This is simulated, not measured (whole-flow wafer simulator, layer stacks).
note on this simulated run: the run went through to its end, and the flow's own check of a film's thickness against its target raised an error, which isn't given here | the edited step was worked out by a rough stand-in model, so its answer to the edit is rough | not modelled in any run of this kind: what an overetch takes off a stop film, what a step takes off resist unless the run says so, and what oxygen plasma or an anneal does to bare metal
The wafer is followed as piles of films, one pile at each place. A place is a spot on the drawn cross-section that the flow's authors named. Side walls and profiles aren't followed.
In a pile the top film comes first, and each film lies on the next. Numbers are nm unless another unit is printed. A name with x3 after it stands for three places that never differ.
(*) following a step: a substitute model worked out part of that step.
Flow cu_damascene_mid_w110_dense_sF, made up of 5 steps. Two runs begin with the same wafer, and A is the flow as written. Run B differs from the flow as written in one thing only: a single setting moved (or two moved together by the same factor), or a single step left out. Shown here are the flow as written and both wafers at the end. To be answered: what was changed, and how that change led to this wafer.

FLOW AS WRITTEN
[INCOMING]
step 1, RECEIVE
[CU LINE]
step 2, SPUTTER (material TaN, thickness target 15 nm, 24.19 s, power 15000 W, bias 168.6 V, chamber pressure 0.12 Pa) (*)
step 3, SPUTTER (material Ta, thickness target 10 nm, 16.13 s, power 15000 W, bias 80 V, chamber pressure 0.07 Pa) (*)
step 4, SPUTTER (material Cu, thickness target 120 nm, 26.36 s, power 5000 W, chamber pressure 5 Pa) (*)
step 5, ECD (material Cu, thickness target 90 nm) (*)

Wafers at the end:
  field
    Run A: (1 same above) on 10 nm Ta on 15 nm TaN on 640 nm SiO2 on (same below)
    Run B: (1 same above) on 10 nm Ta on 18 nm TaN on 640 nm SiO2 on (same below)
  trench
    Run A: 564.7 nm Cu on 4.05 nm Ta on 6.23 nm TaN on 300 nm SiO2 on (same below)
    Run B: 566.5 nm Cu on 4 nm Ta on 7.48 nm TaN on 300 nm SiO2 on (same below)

What caused this: step 2, SPUTTER: thickness target 18 nm was run, while the flow as written has thickness target 15 nm.
The wafer lets one read it off: field has TaN 18, and step 2 as written asks for 15 nm.

The path from the change to this, step by step:
  step 2, SPUTTER (material TaN, thickness target 15 nm, 24.19 s, power 15000 W, bias 168.6 V, chamber pressure 0.12 Pa) (*)
      field: A +15 TaN (new film) | B +18 TaN (new film)
      trench: A +6.23 TaN (new film) | B +7.48 TaN (new film)
